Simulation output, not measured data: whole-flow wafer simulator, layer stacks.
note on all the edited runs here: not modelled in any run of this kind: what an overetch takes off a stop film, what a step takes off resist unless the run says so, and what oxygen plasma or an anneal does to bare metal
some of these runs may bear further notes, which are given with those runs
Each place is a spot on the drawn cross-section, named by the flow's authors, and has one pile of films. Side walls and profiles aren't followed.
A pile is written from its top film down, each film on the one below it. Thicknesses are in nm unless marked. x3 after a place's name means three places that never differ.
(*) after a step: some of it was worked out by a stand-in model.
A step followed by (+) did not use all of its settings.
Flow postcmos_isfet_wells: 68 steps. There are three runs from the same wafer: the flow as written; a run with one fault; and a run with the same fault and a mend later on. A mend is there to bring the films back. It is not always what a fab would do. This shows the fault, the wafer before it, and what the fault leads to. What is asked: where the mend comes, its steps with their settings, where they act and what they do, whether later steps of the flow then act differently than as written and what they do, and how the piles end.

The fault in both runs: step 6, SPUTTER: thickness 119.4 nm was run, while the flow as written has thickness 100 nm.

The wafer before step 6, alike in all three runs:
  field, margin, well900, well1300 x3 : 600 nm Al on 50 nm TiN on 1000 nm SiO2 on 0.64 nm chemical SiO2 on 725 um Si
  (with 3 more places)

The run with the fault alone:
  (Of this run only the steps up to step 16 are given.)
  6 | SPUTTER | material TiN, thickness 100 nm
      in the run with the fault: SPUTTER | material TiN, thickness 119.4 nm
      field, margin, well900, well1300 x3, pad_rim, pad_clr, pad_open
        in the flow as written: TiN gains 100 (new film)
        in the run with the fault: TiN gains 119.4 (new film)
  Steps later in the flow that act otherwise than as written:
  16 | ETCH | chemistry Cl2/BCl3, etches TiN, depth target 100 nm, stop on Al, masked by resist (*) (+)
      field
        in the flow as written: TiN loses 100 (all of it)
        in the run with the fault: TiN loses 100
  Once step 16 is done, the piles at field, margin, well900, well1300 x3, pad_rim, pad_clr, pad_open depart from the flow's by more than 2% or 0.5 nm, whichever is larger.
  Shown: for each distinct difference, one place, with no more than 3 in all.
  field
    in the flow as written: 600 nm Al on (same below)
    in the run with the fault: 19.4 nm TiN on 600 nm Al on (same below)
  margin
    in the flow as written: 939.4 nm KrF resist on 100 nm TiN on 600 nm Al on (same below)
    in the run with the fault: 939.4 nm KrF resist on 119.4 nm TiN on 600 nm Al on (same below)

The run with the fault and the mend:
  The mend follows step 6.
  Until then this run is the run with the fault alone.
  6a | ETCH | chemistry peroxide tin strip, depth target 19.4 nm
      field, margin, well900, well1300 x3, pad_rim, pad_clr, pad_open
        TiN loses 19.4
  None of the later steps of the flow acts differently than as written at any place that is followed.
  At every place that both follow, the piles at the end match the flow's.
